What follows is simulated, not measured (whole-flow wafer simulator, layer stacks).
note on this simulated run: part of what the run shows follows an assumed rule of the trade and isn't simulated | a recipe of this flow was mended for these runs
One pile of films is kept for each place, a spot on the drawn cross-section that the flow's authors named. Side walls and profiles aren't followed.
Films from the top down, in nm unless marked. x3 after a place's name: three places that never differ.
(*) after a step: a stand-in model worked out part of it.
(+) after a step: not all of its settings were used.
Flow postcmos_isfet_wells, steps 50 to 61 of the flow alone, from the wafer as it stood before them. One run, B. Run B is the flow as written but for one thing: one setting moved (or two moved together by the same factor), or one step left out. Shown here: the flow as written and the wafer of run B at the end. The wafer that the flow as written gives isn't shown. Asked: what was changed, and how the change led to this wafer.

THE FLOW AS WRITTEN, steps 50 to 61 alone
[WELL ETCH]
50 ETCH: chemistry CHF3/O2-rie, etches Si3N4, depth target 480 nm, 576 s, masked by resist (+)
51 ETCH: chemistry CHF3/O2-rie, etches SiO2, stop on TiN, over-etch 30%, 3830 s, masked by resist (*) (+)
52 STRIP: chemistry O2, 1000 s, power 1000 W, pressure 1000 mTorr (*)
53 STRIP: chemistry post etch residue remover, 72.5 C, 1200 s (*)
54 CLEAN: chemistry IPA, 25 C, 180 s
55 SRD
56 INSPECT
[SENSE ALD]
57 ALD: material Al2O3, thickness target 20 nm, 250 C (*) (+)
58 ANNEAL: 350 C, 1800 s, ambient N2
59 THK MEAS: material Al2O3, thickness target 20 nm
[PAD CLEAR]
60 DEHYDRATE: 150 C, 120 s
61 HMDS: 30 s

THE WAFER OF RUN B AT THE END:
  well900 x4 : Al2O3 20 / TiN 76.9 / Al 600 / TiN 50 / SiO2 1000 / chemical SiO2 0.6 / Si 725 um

The cause: step 51, ETCH: over-etch 32.4% was run, where the flow has over-etch 30%.

How the change led to this, step by step:
  51 ETCH: chemistry CHF3/O2-rie, etches SiO2, stop on TiN, over-etch 30%, 3830 s, masked by resist (*) (+)
      well900 x4: SiO2 -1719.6 (all of it), TiN -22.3 (as written it would be: SiO2 -1719.6 (all of it), TiN -20.6)
